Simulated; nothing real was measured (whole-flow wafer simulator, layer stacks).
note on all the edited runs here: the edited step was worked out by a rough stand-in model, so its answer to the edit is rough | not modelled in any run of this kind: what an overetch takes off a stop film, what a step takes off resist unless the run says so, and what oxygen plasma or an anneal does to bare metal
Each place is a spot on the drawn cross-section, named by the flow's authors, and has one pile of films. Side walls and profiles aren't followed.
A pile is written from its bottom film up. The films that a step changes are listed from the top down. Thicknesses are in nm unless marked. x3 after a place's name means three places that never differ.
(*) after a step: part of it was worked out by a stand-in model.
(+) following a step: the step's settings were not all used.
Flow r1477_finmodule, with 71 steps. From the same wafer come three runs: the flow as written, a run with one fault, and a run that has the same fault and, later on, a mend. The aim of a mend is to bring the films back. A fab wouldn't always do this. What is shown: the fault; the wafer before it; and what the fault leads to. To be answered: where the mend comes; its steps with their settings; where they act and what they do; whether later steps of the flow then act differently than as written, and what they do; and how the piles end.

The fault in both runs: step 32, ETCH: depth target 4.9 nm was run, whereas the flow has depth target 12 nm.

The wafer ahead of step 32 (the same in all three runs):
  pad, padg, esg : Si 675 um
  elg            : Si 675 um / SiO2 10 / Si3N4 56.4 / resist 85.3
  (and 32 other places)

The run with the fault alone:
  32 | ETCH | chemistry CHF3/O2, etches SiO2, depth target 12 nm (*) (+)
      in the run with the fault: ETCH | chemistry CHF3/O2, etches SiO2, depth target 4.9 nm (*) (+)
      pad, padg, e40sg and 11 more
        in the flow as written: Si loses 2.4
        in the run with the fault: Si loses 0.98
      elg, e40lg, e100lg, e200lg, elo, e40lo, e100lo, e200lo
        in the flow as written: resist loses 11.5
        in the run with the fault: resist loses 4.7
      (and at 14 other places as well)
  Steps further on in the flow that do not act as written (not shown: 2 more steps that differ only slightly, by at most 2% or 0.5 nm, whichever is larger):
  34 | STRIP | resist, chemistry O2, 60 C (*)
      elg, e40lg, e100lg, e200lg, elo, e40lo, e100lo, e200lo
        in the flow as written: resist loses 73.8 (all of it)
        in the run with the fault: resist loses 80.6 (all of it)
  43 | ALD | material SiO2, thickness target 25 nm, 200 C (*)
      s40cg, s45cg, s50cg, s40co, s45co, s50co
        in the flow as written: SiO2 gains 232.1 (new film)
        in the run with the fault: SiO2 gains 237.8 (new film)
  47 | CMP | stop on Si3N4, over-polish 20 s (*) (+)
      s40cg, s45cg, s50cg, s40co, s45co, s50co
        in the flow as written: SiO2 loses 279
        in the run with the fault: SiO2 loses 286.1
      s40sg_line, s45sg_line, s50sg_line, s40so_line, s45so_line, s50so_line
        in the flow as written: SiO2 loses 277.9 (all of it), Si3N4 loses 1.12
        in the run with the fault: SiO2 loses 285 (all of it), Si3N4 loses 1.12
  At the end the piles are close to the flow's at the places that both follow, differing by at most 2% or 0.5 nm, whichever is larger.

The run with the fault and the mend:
  After step 32 comes the mend.
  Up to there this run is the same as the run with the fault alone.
  32a | ETCH | chemistry CHF3/O2, etches SiO2, depth target 7.1 nm (*) (the flow's step 32 again, with other settings)
      pad, padg, e40sg and 11 more
        Si loses 1.42
      elg, e40lg, e100lg, e200lg, elo, e40lo, e100lo, e200lo
        resist loses 6.8
      s40sg_line, s45sg_line, s50sg_line, s40so_line, s45so_line, s50so_line
        SiO2 loses 7.1
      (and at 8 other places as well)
  None of the later steps of the flow differs from how it acts as written, at any place that is followed, by more than 2% or 0.5 nm, whichever is larger.
  At the end the piles are close to the flow's at the places that both follow, differing by at most 2% or 0.5 nm, whichever is larger.
